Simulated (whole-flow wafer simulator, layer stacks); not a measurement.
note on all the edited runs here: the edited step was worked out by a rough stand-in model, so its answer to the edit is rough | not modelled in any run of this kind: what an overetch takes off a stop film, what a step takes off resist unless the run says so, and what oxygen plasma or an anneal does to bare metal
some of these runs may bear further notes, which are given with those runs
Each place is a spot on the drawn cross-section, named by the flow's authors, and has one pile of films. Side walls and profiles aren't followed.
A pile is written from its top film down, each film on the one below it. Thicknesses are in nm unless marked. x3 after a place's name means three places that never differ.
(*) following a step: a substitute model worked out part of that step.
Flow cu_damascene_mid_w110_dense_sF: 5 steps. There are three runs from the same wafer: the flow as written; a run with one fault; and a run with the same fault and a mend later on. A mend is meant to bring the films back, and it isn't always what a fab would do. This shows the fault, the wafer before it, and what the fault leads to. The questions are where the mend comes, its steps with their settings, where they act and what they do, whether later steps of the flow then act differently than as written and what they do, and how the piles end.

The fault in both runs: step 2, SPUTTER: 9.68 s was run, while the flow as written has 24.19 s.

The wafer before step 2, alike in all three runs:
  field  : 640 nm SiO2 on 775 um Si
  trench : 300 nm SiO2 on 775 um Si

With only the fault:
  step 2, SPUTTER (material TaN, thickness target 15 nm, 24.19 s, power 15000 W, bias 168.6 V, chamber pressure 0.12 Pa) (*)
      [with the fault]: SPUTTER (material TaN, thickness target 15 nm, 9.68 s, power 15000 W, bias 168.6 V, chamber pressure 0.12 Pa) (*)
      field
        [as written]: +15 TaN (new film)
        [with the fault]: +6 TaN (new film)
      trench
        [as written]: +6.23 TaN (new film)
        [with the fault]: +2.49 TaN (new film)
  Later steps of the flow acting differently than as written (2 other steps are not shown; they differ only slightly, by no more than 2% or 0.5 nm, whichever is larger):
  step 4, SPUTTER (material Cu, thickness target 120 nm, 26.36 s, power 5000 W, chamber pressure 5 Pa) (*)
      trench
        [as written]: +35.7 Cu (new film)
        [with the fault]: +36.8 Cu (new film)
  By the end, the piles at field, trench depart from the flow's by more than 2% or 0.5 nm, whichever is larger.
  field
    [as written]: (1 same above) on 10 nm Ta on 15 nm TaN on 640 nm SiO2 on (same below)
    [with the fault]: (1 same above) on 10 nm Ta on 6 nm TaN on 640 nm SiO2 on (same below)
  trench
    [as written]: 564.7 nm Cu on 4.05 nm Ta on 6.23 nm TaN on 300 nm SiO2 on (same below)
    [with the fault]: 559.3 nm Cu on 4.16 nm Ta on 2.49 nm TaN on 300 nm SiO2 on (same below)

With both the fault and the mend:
  The mend follows step 2.
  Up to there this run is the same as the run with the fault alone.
  step 2a, SPUTTER (material TaN, thickness target 15 nm, 14.51 s, power 15000 W, bias 168.6 V, chamber pressure 0.12 Pa) (*) (the flow's step 2 again, with other settings)
      field
        +9 TaN
      trench
        +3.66 TaN
  Later steps of the flow that are run all act as written at every place that is followed, up to a difference of at most 2% or 0.5 nm, whichever is larger.
  At the end the piles are close to the flow's at the places that both follow, differing by at most 2% or 0.5 nm, whichever is larger.
